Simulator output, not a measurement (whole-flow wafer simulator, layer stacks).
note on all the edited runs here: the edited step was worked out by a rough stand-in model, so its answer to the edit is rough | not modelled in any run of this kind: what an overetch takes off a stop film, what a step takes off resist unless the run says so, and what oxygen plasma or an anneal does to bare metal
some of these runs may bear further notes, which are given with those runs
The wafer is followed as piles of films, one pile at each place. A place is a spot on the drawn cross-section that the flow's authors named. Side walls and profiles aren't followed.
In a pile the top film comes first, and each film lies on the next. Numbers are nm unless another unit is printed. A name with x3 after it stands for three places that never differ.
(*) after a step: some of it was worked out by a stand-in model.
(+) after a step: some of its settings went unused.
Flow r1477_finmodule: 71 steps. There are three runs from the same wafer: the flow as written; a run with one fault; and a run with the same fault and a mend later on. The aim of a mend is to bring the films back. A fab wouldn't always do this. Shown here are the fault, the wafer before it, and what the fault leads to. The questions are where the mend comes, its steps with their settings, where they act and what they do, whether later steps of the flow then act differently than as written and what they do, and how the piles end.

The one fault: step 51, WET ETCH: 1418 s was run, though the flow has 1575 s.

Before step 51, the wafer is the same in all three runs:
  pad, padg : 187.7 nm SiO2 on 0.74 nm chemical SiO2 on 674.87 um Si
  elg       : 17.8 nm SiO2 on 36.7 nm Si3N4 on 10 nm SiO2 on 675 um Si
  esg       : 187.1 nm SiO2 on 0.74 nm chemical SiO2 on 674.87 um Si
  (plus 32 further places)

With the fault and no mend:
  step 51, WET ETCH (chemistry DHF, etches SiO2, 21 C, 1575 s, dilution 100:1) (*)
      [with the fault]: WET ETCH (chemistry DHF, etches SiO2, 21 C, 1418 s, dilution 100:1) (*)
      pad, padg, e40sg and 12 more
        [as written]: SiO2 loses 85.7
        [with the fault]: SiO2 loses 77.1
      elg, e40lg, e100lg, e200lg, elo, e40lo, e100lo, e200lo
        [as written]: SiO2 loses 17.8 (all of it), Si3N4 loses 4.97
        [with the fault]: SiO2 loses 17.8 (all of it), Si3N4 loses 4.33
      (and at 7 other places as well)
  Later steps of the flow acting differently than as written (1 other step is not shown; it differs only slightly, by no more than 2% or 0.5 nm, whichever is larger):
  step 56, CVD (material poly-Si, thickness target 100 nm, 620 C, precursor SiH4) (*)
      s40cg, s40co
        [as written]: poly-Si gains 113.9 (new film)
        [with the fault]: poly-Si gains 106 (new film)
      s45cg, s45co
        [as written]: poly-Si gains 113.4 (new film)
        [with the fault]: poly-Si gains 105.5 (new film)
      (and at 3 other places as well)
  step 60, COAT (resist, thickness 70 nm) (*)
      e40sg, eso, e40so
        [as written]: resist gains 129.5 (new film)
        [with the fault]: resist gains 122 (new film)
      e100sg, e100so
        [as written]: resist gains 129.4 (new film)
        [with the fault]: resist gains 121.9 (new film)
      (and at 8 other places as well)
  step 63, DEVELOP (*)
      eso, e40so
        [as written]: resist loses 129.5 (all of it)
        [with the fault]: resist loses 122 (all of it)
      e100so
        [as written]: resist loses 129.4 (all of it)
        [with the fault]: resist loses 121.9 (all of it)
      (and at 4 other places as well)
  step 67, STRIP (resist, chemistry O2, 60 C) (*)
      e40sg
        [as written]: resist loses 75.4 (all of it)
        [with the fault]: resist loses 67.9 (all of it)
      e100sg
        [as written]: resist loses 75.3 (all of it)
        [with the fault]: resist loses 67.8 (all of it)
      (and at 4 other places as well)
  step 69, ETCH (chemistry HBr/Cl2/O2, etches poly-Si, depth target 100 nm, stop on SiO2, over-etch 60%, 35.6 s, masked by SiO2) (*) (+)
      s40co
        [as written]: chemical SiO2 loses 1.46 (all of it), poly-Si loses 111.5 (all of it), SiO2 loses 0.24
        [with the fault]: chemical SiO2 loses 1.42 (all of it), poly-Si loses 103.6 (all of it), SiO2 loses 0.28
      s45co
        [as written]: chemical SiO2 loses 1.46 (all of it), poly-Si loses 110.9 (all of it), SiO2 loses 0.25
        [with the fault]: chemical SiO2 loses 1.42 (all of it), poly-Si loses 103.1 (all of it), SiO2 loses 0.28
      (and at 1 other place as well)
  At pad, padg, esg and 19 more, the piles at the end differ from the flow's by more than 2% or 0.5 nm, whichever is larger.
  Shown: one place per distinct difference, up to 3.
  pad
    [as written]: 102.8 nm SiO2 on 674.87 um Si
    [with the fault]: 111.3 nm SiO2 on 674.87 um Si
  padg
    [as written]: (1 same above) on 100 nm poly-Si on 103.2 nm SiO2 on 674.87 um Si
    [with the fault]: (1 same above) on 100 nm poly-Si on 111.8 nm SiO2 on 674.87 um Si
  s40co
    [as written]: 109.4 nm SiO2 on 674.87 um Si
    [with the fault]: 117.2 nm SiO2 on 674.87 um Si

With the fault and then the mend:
  The mend stands after step 51.
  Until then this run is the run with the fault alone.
  step 51a, WET ETCH (chemistry DHF, etches SiO2, 21 C, 157 s, dilution 100:1) (*) (the flow's step 51, run once more with other settings)
      pad, padg, e40sg and 12 more
        SiO2 loses 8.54
      elg, e40lg, e100lg, e200lg, elo, e40lo, e100lo, e200lo
        Si3N4 loses 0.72
      esg, s40cg, s45cg, s50cg, s40co, s45co, s50co
        SiO2 loses 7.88
  Later steps of the flow that are run all act as written at every place that is followed, up to a difference of at most 2% or 0.5 nm, whichever is larger.
  When the end is reached, the piles differ only a little from the flow's at the places that both follow, at most by 2% or 0.5 nm, whichever is larger.
